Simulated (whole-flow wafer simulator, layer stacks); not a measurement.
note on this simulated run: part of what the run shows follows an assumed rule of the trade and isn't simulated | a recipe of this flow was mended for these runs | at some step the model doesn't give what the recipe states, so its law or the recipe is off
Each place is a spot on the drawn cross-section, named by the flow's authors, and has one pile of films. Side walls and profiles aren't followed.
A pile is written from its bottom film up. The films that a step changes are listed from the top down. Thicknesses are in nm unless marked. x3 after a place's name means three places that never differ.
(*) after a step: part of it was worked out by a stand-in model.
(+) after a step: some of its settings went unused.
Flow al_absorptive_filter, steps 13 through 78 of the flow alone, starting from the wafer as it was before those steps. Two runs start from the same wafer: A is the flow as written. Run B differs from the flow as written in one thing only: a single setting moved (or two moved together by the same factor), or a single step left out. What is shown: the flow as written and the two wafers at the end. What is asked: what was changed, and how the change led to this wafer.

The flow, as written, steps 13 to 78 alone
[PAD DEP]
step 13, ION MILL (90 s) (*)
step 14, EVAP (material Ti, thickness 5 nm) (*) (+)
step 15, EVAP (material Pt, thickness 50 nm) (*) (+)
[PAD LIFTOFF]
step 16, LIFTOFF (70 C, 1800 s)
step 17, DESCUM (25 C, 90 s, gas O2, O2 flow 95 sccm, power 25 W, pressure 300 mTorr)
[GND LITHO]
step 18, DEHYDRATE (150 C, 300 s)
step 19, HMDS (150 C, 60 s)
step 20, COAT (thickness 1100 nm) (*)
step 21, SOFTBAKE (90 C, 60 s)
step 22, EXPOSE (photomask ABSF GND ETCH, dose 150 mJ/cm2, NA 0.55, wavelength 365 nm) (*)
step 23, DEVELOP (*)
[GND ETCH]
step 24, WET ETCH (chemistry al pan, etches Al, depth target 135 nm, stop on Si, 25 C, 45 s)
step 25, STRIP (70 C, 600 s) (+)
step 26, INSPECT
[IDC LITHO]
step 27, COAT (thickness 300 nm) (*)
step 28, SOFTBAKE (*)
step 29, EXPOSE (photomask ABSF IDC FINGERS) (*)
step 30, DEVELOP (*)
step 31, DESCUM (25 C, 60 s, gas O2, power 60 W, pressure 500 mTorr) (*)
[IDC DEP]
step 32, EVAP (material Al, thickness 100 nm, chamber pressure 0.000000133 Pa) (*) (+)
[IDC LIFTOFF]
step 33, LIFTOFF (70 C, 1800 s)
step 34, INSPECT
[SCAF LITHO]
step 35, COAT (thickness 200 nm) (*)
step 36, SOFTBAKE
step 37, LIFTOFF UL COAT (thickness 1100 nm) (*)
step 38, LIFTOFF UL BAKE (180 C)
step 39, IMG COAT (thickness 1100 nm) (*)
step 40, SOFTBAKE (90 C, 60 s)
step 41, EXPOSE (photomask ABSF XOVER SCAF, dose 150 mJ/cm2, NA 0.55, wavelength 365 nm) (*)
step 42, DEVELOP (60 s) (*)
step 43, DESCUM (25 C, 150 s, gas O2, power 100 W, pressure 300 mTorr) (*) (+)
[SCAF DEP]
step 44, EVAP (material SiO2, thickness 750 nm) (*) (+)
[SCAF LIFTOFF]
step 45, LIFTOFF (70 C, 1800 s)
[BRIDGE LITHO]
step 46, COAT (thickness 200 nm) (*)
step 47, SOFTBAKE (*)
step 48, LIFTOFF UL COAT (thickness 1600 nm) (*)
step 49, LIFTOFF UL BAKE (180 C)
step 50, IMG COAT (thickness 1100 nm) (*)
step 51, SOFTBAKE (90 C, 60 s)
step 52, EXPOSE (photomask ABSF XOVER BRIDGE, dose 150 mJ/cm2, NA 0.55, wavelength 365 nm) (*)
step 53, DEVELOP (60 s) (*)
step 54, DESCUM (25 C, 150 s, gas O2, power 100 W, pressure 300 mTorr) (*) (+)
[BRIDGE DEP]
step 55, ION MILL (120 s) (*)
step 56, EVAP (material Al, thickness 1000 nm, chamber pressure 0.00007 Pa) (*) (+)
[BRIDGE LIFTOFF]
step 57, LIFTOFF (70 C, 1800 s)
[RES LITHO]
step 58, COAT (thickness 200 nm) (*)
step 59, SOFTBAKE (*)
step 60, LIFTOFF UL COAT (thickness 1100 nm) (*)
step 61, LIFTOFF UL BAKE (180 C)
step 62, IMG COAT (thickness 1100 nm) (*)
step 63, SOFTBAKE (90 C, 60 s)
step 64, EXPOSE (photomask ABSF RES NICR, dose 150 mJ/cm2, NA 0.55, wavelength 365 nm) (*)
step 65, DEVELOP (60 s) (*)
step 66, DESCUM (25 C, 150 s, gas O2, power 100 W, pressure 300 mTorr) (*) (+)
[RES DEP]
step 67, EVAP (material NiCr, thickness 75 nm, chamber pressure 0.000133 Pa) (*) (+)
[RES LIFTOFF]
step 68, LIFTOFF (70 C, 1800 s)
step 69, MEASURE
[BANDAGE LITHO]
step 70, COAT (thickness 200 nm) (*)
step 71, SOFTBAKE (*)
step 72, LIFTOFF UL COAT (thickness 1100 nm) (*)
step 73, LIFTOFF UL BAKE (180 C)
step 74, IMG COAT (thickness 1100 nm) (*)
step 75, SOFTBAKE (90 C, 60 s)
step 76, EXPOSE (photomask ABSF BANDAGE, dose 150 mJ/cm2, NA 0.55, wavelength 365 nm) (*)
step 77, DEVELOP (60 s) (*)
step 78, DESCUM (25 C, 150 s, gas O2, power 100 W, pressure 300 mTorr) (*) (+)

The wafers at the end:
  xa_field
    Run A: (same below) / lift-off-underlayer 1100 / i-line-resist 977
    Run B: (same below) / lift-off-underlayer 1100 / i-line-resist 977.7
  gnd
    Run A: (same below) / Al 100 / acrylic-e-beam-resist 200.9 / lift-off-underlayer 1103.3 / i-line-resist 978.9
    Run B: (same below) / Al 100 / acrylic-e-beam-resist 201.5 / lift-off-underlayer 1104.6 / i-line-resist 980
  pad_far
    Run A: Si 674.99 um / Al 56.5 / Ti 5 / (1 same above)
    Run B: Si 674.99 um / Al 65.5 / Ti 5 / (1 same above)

Cause: step 13, ION MILL: 63 s was run, though the flow has 90 s.

The path from the change to this, step by step:
  step 13, ION MILL (90 s) (*)
      gnd, ledge, res and 9 more: A i-line-resist loses 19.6 | B i-line-resist loses 13.7
      pad_far, pad_near: A Al loses 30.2 | B Al loses 21.1
